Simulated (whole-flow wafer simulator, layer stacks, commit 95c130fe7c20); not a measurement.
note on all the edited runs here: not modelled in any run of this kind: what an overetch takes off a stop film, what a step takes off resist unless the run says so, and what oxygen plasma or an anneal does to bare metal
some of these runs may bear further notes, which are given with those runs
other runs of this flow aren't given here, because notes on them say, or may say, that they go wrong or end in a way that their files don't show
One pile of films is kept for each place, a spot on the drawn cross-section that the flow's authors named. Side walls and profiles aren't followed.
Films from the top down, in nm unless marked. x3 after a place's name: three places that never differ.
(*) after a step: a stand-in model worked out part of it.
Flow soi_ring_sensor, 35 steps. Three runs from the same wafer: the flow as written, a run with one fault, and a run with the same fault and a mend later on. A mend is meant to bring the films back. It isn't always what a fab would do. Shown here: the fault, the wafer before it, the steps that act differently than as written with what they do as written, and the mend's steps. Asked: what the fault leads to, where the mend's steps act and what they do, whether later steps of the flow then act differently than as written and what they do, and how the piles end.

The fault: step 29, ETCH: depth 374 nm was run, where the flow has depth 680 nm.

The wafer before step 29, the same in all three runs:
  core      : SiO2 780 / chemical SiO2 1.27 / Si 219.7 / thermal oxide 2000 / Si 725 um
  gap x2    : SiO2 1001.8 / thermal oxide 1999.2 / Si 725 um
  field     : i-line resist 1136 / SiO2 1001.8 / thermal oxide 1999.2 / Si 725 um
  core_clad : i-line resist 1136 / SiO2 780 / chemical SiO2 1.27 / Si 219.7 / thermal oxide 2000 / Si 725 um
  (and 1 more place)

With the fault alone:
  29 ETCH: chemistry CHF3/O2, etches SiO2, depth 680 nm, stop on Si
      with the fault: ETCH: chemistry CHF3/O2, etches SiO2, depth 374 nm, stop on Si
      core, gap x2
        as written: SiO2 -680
        with the fault: SiO2 -374
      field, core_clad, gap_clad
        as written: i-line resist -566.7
        with the fault: i-line resist -311.7
  Later steps of the flow that act differently than as written:
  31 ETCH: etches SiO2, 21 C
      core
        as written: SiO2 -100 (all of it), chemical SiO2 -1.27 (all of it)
        with the fault: SiO2 -406 (all of it), chemical SiO2 -1.27 (all of it)
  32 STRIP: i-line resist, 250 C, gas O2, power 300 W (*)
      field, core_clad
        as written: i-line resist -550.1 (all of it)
        with the fault: i-line resist -805.1 (all of it)
  At the end the piles differ from the flow's only slightly at the places that both follow, by at most 2% or 0.5 nm, whichever is larger.

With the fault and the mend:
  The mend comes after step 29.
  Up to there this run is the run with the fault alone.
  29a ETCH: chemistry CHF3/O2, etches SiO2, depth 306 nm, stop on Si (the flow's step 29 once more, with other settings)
      core, gap x2
        SiO2 -306
      field, core_clad, gap_clad
        i-line resist -255
  No later step of the flow acts differently than as written at any place that is followed.
  At the end the piles are the same as the flow's at every place that both follow.
